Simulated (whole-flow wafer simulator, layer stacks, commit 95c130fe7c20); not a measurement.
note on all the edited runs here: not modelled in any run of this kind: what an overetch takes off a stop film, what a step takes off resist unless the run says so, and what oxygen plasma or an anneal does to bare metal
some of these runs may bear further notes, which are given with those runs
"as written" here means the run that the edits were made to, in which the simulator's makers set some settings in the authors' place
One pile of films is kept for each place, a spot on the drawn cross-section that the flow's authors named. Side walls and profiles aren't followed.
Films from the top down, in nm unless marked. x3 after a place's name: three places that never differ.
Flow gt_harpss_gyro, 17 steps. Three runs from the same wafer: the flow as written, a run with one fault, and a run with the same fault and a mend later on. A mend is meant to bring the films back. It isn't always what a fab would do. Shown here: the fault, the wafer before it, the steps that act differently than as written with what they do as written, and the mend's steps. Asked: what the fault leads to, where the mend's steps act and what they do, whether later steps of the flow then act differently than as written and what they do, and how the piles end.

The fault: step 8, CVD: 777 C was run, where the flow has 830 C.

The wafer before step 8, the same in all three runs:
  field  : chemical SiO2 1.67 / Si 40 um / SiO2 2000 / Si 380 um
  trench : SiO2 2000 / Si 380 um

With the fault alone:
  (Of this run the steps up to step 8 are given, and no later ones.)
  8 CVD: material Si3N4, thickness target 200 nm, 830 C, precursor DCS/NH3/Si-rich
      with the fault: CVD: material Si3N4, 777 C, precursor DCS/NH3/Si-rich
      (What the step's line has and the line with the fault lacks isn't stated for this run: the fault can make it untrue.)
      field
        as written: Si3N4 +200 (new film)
        with the fault: Si3N4 +111.9 (new film)
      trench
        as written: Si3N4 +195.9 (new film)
        with the fault: Si3N4 +111.9 (new film)
  After step 8 the piles differ from the flow's by more than 2% or 0.5 nm, whichever is larger, at field, trench.
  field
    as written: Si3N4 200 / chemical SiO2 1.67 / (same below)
    with the fault: Si3N4 111.9 / chemical SiO2 1.67 / (same below)
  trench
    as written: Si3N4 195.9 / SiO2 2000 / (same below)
    with the fault: Si3N4 111.9 / SiO2 2000 / (same below)

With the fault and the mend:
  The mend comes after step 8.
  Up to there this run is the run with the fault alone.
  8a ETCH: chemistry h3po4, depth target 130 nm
      field, trench
        Si3N4 -111.9 (all of it)
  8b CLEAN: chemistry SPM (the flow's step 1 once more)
      changes no film at any place that is followed
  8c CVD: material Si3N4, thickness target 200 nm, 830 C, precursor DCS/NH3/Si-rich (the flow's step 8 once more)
      field
        Si3N4 +200 (new film)
      trench
        Si3N4 +195.9 (new film)
  No later step of the flow acts differently than as written at any place that is followed.
  At the end the piles are the same as the flow's at every place that both follow.
